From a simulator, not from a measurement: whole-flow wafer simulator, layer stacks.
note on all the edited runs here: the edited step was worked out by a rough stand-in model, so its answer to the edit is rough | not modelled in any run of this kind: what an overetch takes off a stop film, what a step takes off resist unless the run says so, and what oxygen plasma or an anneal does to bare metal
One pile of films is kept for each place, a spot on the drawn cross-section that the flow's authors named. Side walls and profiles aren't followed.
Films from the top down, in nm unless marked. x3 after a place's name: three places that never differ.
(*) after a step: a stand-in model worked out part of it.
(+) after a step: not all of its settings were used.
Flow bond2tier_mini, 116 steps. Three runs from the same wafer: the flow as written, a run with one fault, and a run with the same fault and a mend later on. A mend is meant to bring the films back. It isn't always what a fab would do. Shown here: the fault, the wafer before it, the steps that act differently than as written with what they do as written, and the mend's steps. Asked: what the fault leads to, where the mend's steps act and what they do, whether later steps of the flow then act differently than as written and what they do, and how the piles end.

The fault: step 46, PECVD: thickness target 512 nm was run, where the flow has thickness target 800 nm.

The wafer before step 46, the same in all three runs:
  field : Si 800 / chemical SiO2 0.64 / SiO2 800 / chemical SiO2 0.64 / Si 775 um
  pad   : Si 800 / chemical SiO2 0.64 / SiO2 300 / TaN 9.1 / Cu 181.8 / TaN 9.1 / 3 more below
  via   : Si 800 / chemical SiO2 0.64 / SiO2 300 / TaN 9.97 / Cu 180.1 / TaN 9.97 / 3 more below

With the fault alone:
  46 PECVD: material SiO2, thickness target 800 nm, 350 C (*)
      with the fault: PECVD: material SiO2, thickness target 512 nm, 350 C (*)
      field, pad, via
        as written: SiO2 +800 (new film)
        with the fault: SiO2 +512 (new film)
  Later steps of the flow that act differently than as written:
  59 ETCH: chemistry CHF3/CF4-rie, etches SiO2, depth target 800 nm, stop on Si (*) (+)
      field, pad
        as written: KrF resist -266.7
        with the fault: KrF resist -237.5
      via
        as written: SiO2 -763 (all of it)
        with the fault: SiO2 -475 (all of it)
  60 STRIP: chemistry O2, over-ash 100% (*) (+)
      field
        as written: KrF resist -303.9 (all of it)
        with the fault: KrF resist -333.1 (all of it)
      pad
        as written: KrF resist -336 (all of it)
        with the fault: KrF resist -365.1 (all of it)
  At the end the piles differ from the flow's by more than 2% or 0.5 nm, whichever is larger, at field, pad.
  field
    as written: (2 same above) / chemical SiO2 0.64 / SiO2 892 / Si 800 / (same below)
    with the fault: (2 same above) / chemical SiO2 0.64 / SiO2 604 / Si 800 / (same below)
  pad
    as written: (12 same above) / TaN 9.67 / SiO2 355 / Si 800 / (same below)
    with the fault: (12 same above) / TaN 9.67 / SiO2 67 / Si 800 / (same below)

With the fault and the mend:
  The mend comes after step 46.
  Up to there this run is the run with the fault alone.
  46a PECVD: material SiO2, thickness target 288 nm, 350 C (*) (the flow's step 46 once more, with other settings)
      field, pad, via
        SiO2 +288
  No later step of the flow acts differently than as written at any place that is followed.
  At the end the piles are the same as the flow's at every place that both follow.
